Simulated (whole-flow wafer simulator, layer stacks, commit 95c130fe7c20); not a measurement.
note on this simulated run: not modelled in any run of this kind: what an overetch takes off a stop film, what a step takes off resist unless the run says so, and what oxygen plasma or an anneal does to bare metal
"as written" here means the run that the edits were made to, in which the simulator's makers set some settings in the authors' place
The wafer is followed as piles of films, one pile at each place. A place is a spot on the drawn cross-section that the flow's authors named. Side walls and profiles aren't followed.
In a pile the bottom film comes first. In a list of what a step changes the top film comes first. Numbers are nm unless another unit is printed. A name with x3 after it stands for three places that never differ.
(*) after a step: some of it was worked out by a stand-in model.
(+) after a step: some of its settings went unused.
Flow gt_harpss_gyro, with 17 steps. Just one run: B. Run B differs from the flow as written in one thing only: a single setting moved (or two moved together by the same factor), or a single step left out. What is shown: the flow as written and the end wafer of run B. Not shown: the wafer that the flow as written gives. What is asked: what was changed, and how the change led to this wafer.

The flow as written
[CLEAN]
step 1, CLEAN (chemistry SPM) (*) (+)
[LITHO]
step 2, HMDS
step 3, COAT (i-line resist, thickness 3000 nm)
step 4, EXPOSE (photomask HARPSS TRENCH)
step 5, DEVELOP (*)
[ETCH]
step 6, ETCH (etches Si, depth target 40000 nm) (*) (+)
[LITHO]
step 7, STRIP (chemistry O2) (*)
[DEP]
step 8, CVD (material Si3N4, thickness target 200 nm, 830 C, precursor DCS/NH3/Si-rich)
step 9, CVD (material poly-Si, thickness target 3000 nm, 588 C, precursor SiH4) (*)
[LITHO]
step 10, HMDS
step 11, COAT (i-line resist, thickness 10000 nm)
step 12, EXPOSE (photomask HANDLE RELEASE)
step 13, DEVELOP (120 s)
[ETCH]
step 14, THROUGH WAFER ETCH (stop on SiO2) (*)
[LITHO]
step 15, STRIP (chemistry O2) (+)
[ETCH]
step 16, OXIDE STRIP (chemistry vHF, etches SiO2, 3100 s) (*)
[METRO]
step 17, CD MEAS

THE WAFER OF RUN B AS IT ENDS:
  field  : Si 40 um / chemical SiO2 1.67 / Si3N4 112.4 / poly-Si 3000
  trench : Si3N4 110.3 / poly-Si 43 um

The reason: step 8, CVD: thickness target 112.4 nm was run, whereas the flow has thickness target 200 nm.
One can read it off the wafer: field has Si3N4 112.4, and step 8 as written asks for 200 nm.

How this came from the change, step by step:
  step 8, CVD (material Si3N4, thickness target 200 nm, 830 C, precursor DCS/NH3/Si-rich)
      field: Si3N4 gains 112.4 (new film) (as written it would have been: Si3N4 gains 200 (new film))
      trench: Si3N4 gains 110.3 (new film) (as written it would have been: Si3N4 gains 195.9 (new film))
  step 9, CVD (material poly-Si, thickness target 3000 nm, 588 C, precursor SiH4) (*)
      trench: poly-Si gains 43 um (new film) (as written it would have been: poly-Si gains 43.01 um (new film))
